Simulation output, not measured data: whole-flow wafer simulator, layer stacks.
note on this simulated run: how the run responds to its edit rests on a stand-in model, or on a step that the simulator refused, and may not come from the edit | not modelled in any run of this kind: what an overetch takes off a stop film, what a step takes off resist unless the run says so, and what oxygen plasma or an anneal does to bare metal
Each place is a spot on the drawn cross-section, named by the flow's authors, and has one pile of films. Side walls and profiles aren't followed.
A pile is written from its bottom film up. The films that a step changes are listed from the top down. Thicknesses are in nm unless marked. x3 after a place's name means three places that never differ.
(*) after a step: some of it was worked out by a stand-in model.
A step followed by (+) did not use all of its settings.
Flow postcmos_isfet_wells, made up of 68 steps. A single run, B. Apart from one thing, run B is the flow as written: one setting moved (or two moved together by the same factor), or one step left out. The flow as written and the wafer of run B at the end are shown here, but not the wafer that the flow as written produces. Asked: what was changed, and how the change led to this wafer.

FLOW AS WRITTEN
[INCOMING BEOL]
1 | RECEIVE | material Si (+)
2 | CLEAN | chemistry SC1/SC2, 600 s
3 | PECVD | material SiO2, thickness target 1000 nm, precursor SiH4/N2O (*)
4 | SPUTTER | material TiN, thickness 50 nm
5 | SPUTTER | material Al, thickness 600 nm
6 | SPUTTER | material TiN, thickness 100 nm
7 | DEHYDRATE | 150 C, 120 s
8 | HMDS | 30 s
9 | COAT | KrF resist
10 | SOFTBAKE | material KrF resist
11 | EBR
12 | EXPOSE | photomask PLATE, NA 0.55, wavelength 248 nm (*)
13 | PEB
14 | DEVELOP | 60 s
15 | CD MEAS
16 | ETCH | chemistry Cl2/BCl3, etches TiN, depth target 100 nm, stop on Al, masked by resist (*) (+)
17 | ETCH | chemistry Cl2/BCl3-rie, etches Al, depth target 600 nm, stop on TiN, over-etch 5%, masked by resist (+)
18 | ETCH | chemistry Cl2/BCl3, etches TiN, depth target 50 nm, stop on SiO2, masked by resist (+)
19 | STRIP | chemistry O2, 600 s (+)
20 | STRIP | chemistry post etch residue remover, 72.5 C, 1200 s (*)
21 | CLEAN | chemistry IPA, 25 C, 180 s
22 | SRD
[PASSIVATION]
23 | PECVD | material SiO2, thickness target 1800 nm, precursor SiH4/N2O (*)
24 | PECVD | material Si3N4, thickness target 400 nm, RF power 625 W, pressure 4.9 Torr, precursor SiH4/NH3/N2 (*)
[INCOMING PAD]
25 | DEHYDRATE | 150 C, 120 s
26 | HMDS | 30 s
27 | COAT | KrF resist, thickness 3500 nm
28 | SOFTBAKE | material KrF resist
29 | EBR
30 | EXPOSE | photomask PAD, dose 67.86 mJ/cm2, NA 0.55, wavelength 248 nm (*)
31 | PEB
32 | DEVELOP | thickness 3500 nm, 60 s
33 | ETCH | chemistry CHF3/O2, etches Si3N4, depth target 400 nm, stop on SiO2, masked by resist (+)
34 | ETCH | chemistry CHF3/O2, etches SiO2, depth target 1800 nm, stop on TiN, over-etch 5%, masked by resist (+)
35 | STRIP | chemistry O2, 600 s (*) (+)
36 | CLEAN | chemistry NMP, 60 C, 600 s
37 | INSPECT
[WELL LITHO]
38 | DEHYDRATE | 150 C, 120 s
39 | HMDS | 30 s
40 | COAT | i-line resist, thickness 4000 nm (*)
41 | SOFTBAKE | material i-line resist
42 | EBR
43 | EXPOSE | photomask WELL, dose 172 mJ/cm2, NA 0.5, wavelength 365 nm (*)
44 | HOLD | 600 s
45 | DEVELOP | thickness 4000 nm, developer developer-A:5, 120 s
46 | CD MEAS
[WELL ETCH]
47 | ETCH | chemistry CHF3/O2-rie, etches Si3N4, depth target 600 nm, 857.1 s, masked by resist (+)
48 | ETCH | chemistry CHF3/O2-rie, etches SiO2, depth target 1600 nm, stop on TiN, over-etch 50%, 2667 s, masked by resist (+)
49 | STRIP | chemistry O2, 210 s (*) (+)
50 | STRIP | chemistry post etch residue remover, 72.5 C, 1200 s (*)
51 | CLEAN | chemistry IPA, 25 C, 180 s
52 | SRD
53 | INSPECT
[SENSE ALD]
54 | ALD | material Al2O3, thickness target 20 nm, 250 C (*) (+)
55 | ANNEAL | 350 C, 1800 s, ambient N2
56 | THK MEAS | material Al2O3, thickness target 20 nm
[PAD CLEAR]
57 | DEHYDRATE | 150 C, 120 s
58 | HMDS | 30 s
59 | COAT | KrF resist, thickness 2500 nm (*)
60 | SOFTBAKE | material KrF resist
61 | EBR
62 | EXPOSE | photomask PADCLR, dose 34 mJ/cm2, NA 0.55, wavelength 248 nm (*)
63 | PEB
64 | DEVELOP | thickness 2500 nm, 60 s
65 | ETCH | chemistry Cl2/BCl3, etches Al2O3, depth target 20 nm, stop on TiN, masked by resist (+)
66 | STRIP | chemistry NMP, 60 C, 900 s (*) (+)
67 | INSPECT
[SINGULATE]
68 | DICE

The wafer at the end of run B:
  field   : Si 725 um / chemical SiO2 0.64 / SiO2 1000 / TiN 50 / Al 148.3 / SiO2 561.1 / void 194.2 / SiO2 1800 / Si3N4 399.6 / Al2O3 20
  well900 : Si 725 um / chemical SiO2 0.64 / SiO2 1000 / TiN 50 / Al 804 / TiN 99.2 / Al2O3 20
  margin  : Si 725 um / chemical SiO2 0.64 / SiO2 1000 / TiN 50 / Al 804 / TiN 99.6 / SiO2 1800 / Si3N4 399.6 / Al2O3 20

Cause: step 5, SPUTTER: thickness 804 nm was run, whereas the flow has thickness 600 nm.
The wafer lets one read it off: well900 has Al 804, and step 5 as written asks for 600 nm.

The path from the change to this, step by step:
  5 | SPUTTER | material Al, thickness 600 nm
      field, margin, well900, well1300 x3, pad_rim, pad_clr, pad_open: +804 Al (new film) (in the flow as written it would be: +600 Al (new film))
  17 | ETCH | chemistry Cl2/BCl3-rie, etches Al, depth target 600 nm, stop on TiN, over-etch 5%, masked by resist (+)
      field: -600 Al (in the flow as written it would be: -600 Al (all of it))
  18 | ETCH | chemistry Cl2/BCl3, etches TiN, depth target 50 nm, stop on SiO2, masked by resist (+)
      field: -50 Al (in the flow as written it would be: -50 TiN (all of it))
  20 | STRIP | chemistry post etch residue remover, 72.5 C, 1200 s (*)
      field: -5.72 Al (in the flow as written it would be: nothing)
  23 | PECVD | material SiO2, thickness target 1800 nm, precursor SiH4/N2O (*)
      field: +1800 SiO2 (new film), +194.2 void (new film), +561.1 SiO2 (new film) (in the flow as written it would be: +1800 SiO2 (new film), +189.9 void (new film), +559.7 SiO2)
With metal films that touch counted as one body, field has 1 body; the flow as written gives 0 bodies.
